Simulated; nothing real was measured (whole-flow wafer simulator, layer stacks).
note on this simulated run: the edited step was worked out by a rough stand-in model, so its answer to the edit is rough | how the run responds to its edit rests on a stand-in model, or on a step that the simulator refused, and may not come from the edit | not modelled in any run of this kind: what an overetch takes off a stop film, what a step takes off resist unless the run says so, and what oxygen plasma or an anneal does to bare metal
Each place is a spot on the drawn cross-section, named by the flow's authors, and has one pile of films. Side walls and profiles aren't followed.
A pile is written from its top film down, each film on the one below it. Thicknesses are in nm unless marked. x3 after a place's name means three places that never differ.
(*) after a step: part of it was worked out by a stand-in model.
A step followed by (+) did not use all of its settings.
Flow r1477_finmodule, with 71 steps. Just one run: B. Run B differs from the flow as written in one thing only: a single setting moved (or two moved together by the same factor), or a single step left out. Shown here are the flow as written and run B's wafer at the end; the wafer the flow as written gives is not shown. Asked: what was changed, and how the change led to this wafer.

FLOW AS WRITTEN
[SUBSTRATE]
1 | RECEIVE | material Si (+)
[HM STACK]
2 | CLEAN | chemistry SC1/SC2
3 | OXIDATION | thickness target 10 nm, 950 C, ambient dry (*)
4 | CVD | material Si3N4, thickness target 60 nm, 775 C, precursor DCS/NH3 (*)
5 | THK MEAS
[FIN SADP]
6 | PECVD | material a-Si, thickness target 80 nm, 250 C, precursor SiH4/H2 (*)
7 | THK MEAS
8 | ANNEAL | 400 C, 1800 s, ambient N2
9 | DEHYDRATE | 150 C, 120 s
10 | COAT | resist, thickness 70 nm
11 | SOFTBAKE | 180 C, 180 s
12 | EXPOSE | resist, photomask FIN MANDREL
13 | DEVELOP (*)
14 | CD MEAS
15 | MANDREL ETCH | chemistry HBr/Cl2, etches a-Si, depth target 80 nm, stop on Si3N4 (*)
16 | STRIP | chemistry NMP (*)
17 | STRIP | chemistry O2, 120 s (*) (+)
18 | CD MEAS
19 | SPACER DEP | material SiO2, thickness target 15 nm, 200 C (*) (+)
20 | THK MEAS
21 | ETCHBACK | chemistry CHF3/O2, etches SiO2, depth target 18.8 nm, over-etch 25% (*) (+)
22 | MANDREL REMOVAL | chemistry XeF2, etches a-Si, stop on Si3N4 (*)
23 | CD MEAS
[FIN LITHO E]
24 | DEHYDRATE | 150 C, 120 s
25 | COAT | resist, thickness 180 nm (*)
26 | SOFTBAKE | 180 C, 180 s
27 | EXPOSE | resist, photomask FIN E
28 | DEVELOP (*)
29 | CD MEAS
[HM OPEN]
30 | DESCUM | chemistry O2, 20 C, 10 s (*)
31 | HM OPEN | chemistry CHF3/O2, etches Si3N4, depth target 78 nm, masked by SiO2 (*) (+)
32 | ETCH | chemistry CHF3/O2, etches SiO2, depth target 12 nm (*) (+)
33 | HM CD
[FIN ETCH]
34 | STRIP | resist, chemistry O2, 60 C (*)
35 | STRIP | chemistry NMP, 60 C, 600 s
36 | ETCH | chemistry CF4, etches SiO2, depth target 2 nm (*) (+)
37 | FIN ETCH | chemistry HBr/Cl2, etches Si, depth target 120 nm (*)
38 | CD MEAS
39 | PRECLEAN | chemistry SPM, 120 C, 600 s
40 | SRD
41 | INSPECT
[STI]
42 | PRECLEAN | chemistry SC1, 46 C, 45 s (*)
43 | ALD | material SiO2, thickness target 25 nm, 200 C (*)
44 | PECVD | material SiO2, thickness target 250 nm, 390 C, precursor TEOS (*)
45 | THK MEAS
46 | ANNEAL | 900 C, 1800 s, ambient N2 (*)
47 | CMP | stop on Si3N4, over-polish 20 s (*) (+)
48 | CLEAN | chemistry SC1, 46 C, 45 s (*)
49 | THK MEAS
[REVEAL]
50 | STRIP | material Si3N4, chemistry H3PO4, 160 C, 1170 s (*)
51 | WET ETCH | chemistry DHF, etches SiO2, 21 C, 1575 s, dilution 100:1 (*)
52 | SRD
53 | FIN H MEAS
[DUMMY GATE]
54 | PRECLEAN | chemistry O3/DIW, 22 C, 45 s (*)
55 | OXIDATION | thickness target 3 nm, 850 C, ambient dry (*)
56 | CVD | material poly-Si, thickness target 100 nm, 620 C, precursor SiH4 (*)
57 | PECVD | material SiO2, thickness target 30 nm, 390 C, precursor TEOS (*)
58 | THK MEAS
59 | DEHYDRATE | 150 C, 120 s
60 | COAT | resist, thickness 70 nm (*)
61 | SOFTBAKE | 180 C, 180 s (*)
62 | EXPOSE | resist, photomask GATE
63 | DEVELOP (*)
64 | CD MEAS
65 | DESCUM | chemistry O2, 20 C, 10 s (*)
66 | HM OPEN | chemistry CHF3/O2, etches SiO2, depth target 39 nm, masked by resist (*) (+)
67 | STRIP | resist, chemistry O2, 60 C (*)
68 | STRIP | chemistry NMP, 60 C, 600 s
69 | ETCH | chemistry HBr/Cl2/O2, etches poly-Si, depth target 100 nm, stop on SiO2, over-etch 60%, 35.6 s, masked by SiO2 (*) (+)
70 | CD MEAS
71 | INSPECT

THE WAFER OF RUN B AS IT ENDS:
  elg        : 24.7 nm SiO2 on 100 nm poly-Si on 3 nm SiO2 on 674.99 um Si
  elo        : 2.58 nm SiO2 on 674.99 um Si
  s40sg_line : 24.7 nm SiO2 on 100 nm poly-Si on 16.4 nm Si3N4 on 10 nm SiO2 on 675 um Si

The reason: step 6, PECVD: thickness target 32.8 nm was run, though the flow has thickness target 80 nm.

Step by step, how the change led to this:
  6 | PECVD | material a-Si, thickness target 80 nm, 250 C, precursor SiH4/H2 (*)
      pad, padg, elg and 33 more: a-Si gains 32.8 (new film) (in the flow as written it would be: a-Si gains 80 (new film))
  15 | MANDREL ETCH | chemistry HBr/Cl2, etches a-Si, depth target 80 nm, stop on Si3N4 (*)
      pad, padg, elg and 27 more: a-Si loses 32.8 (all of it) (in the flow as written it would be: a-Si loses 80 (all of it))
      s40cg, s45cg, s50cg, s40co, s45co, s50co: resist loses 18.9 (in the flow as written it would be: resist loses 30.7)
  16 | STRIP | chemistry NMP (*)
      s40cg, s45cg, s50cg, s40co, s45co, s50co: resist loses 51.1 (all of it) (in the flow as written it would be: resist loses 39.3 (all of it))
  21 | ETCHBACK | chemistry CHF3/O2, etches SiO2, depth target 18.8 nm, over-etch 25% (*) (+)
      s40sg_line, s45sg_line, s50sg_line, s40so_line, s45so_line, s50so_line: SiO2 gains 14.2 (in the flow as written it would be: SiO2 gains 61.4)
  22 | MANDREL REMOVAL | chemistry XeF2, etches a-Si, stop on Si3N4 (*)
      s40cg, s45cg, s50cg, s40co, s45co, s50co: a-Si loses 32 (all of it) (in the flow as written it would be: a-Si loses 79.2 (all of it))
  25 | COAT | resist, thickness 180 nm (*)
      s40cg, s40co: resist gains 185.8 (new film) (in the flow as written it would be: resist gains 197.6 (new film))
      s40sg, s40so: resist gains 189.4 (new film) (in the flow as written it would be: resist gains 201.2 (new film))
      (and at 14 other places as well)
  28 | DEVELOP (*)
      s40cg, s40co: resist loses 185.8 (all of it) (in the flow as written it would be: resist loses 197.6 (all of it))
      s40sg, s40so: resist loses 189.4 (all of it) (in the flow as written it would be: resist loses 201.2 (all of it))
      (and at 14 other places as well)
  31 | HM OPEN | chemistry CHF3/O2, etches Si3N4, depth target 78 nm, masked by SiO2 (*) (+)
      s40sg_line, s45sg_line, s50sg_line, s40so_line, s45so_line, s50so_line: SiO2 loses 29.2 (all of it), Si3N4 loses 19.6 (in the flow as written it would be: SiO2 loses 39)
  32 | ETCH | chemistry CHF3/O2, etches SiO2, depth target 12 nm (*) (+)
      s40sg_line, s45sg_line, s50sg_line, s40so_line, s45so_line, s50so_line: Si3N4 loses 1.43 (in the flow as written it would be: SiO2 loses 12)
      pad, padg, e40sg and 11 more: Si loses 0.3 (in the flow as written it would be: Si loses 2.4)
      (and at 16 other places as well)
  34 | STRIP | resist, chemistry O2, 60 C (*)
      elg, e40lg, e100lg, e200lg, elo, e40lo, e100lo, e200lo: resist loses 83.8 (all of it) (in the flow as written it would be: resist loses 73.8 (all of it))
  36 | ETCH | chemistry CF4, etches SiO2, depth target 2 nm (*) (+)
      elg, e40lg, e100lg, e200lg, elo, e40lo, e100lo, e200lo: nothing (in the flow as written it would be: Si3N4 loses 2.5)
      s40sg_line, s45sg_line, s50sg_line, s40so_line, s45so_line, s50so_line: nothing (in the flow as written it would be: SiO2 loses 2)
  37 | FIN ETCH | chemistry HBr/Cl2, etches Si, depth target 120 nm (*)
      s40sg_line, s45sg_line, s50sg_line, s40so_line, s45so_line, s50so_line: Si3N4 loses 17.1 (in the flow as written it would be: SiO2 loses 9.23)
  43 | ALD | material SiO2, thickness target 25 nm, 200 C (*)
      s40sg_line, s45sg_line, s50sg_line, s40so_line, s45so_line, s50so_line: SiO2 gains 25 (new film) (in the flow as written it would be: SiO2 gains 25)
      s40cg, s45cg, s50cg, s40co, s45co, s50co: SiO2 gains 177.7 (new film) (in the flow as written it would be: SiO2 gains 232.1 (new film))
  47 | CMP | stop on Si3N4, over-polish 20 s (*) (+)
      elg, e40lg, e100lg, e200lg, elo, e40lo, e100lo, e200lo: SiO2 loses 263.8 (all of it), Si3N4 loses 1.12 (in the flow as written it would be: SiO2 loses 241.6)
      s40sg_line, s45sg_line, s50sg_line, s40so_line, s45so_line, s50so_line: SiO2 loses 247.5 (in the flow as written it would be: SiO2 loses 277.9 (all of it), Si3N4 loses 1.12)
      (and at 22 other places as well)
  50 | STRIP | material Si3N4, chemistry H3PO4, 160 C, 1170 s (*)
      elg, e40lg, e100lg, e200lg, elo, e40lo, e100lo, e200lo: Si3N4 loses 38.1 (all of it), SiO2 loses 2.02 (in the flow as written it would be: SiO2 loses 4.28)
      s40sg_line, s45sg_line, s50sg_line, s40so_line, s45so_line, s50so_line: SiO2 loses 4.28 (in the flow as written it would be: Si3N4 loses 58.9 (all of it), SiO2 loses 1.37)
  51 | WET ETCH | chemistry DHF, etches SiO2, 21 C, 1575 s, dilution 100:1 (*)
      elg, e40lg, e100lg, e200lg, elo, e40lo, e100lo, e200lo: SiO2 loses 7.98 (all of it) (in the flow as written it would be: SiO2 loses 17.8 (all of it), Si3N4 loses 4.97)
      s40sg_line, s45sg_line, s50sg_line, s40so_line, s45so_line, s50so_line: SiO2 loses 12 (all of it), Si3N4 loses 5.44 (in the flow as written it would be: SiO2 loses 8.63 (all of it))
  ... another 6 steps ...
  69 | ETCH | chemistry HBr/Cl2/O2, etches poly-Si, depth target 100 nm, stop on SiO2, over-etch 60%, 35.6 s, masked by SiO2 (*) (+)
      s40co: chemical SiO2 loses 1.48 (all of it), poly-Si loses 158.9 (all of it) (in the flow as written it would be: chemical SiO2 loses 1.46 (all of it), poly-Si loses 111.5 (all of it), SiO2 loses 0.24)
      s45co: chemical SiO2 loses 1.48 (all of it), poly-Si loses 158.9 (all of it) (in the flow as written it would be: chemical SiO2 loses 1.46 (all of it), poly-Si loses 110.9 (all of it), SiO2 loses 0.25)
      (and at 1 other place as well)
